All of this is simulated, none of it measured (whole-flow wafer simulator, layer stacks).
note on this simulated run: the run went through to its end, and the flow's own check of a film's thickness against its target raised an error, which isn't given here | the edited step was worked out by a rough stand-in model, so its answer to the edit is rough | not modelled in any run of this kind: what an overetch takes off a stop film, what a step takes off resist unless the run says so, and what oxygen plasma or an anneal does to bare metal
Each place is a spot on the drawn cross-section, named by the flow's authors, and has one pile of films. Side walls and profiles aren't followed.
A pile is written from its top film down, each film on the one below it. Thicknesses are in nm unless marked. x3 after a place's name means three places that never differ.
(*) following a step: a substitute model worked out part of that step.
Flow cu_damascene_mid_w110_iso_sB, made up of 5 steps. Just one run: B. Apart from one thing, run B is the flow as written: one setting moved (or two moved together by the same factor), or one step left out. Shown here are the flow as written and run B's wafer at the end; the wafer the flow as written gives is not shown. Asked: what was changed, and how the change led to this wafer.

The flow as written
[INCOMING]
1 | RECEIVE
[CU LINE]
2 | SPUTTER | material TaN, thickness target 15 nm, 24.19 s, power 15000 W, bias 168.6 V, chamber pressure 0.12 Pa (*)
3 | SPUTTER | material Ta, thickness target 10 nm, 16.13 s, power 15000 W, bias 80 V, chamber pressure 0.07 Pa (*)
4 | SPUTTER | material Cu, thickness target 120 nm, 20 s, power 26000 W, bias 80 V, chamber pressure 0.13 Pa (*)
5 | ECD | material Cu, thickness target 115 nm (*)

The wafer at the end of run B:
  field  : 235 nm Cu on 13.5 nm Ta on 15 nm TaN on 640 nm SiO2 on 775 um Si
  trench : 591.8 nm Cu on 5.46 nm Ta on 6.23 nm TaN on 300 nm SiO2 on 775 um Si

Cause: step 3, SPUTTER: thickness target 13.5 nm was run, whereas the flow has thickness target 10 nm; step 3, SPUTTER: 21.78 s was run, where the flow has 16.13 s.
The wafer itself shows it: field has Ta 13.5, and step 3 as written asks for 10 nm.

How this came from the change, step by step:
  3 | SPUTTER | material Ta, thickness target 10 nm, 16.13 s, power 15000 W, bias 80 V, chamber pressure 0.07 Pa (*)
      field: +13.5 Ta (new film) (it would be, as written: +10 Ta (new film))
      trench: +5.46 Ta (new film) (it would be, as written: +4.05 Ta (new film))
